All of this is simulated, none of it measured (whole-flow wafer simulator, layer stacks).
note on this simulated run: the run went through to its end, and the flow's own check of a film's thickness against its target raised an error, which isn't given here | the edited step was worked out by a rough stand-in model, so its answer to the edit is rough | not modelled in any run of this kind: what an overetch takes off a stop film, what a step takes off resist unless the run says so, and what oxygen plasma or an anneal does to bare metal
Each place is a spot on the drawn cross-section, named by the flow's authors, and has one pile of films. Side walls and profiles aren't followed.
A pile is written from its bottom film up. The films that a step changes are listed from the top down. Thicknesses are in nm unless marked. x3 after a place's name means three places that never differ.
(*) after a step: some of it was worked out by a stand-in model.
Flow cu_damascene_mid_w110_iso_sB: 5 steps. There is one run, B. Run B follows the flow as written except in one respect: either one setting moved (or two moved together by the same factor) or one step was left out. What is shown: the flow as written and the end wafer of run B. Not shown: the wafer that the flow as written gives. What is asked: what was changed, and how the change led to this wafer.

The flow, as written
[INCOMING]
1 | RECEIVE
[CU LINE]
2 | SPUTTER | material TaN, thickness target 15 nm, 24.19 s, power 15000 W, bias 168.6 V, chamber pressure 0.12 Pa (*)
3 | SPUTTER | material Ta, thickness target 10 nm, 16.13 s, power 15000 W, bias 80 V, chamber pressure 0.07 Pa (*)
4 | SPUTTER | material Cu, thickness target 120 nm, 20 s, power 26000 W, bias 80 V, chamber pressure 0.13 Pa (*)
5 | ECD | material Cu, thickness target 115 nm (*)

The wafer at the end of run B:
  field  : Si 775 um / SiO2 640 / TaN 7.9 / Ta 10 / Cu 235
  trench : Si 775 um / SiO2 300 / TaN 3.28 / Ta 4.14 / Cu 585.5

What caused this: step 2, SPUTTER: thickness target 7.9 nm was run, while the flow as written has thickness target 15 nm; step 2, SPUTTER: 12.7 s was run, where the flow has 24.19 s.
One can read it off the wafer: field has TaN 7.9, and step 2 as written asks for 15 nm.

How this came from the change, step by step:
  2 | SPUTTER | material TaN, thickness target 15 nm, 24.19 s, power 15000 W, bias 168.6 V, chamber pressure 0.12 Pa (*)
      field: TaN gains 7.9 (new film) (in the flow as written it would be: TaN gains 15 (new film))
      trench: TaN gains 3.28 (new film) (in the flow as written it would be: TaN gains 6.23 (new film))
  4 | SPUTTER | material Cu, thickness target 120 nm, 20 s, power 26000 W, bias 80 V, chamber pressure 0.13 Pa (*)
      trench: Cu gains 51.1 (new film) (in the flow as written it would be: Cu gains 49.9 (new film))
